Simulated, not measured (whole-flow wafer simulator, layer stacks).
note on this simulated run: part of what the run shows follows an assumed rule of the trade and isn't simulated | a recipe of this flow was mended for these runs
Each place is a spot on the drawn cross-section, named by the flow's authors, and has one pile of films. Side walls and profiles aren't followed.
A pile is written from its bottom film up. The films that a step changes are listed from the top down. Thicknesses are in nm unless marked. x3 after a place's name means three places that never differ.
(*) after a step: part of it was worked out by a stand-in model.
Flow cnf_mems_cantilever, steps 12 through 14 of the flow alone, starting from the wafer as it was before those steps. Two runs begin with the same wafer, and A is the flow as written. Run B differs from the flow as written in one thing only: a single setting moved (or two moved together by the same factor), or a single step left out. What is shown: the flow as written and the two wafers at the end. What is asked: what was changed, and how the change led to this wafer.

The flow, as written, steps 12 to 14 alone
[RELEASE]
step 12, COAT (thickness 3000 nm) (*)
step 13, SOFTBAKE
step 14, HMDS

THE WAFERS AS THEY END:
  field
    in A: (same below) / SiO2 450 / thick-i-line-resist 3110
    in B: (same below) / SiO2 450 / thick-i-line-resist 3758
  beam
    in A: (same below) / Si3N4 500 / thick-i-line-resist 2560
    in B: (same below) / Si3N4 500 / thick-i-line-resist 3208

Cause: step 12, COAT: thickness 3648 nm was run, while the flow as written has thickness 3000 nm.

Step by step, how the change led to this:
  step 12, COAT (thickness 3000 nm) (*)
      field: A +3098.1 thick-i-line-resist (new film) | B +3749.8 thick-i-line-resist (new film)
      beam: A +2607.6 thick-i-line-resist (new film) | B +3240.9 thick-i-line-resist (new film)
  step 13, SOFTBAKE
      field: A +11.9 thick-i-line-resist | B +8.23 thick-i-line-resist
      beam: A -47.6 thick-i-line-resist | B -32.9 thick-i-line-resist
